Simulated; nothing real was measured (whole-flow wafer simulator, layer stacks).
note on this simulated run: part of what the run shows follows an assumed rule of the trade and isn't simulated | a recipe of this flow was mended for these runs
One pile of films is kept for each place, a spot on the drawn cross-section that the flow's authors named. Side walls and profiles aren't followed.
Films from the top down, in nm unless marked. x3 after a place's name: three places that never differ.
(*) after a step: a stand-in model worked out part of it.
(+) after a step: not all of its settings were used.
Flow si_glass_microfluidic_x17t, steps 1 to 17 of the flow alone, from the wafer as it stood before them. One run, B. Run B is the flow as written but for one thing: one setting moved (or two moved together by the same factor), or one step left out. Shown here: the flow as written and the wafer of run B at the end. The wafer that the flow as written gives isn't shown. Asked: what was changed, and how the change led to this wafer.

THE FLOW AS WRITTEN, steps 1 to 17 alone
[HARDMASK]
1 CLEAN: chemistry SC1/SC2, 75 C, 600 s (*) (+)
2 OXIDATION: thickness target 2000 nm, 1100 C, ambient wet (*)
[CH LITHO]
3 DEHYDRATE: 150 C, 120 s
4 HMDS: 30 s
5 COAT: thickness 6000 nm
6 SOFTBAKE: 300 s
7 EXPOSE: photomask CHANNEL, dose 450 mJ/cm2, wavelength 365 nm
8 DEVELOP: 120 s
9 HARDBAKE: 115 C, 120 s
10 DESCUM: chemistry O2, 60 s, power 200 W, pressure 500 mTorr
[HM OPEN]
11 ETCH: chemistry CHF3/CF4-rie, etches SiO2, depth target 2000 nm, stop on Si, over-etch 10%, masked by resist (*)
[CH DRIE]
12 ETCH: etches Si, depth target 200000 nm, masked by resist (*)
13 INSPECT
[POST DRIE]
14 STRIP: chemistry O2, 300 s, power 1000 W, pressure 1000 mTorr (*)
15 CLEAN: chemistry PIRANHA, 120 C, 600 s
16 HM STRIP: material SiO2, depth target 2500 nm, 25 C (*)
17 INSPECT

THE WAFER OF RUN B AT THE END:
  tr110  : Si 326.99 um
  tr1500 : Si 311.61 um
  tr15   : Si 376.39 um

The cause: step 11, ETCH: depth target 1800 nm was run, where the flow has depth target 2000 nm.

How the change led to this, step by step:
  11 ETCH: chemistry CHF3/CF4-rie, etches SiO2, depth target 2000 nm, stop on Si, over-etch 10%, masked by resist (*)
      tr110, tr1500, tr15: SiO2 -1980 (as written it would be: SiO2 -2000 (all of it), Si -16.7)
      land: thick-i-line-resist -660 (as written it would be: thick-i-line-resist -733.3)
  12 ETCH: etches Si, depth target 200000 nm, masked by resist (*)
      tr110: SiO2 -20 (all of it), Si -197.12 um (as written it would be: Si -200.12 um)
      tr1500: SiO2 -20 (all of it), Si -212.51 um (as written it would be: Si -215.73 um)
      (and at 1 more place)
  14 STRIP: chemistry O2, 300 s, power 1000 W, pressure 1000 mTorr (*)
      land: thick-i-line-resist -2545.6 (all of it) (as written it would be: thick-i-line-resist -2472.3 (all of it))
